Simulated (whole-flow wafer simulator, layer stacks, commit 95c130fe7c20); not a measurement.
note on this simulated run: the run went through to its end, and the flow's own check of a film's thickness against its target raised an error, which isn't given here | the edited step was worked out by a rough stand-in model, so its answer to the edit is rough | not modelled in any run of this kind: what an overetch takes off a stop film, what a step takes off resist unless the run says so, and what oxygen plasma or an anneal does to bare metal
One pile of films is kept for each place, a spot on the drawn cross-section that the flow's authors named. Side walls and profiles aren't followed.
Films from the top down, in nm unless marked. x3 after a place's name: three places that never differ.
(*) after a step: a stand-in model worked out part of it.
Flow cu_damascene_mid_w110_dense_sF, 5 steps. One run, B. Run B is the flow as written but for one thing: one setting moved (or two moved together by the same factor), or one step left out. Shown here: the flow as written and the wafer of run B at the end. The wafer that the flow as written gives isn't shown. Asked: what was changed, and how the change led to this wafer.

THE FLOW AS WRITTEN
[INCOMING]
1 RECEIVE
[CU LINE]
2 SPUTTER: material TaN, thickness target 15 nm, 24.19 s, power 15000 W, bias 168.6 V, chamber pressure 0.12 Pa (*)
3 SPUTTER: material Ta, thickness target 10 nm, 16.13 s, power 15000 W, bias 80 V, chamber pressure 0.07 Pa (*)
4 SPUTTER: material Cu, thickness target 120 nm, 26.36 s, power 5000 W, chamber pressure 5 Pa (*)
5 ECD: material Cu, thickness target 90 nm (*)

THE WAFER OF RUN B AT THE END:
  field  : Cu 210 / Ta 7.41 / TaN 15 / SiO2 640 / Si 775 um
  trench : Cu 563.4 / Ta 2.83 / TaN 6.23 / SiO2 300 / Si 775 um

The cause: step 3, SPUTTER: power 11120 W was run, where the flow has power 15000 W.

How the change led to this, step by step:
  3 SPUTTER: material Ta, thickness target 10 nm, 16.13 s, power 15000 W, bias 80 V, chamber pressure 0.07 Pa (*)
      field: Ta +7.41 (new film) (as written it would be: Ta +10 (new film))
      trench: Ta +2.83 (new film) (as written it would be: Ta +4.05 (new film))
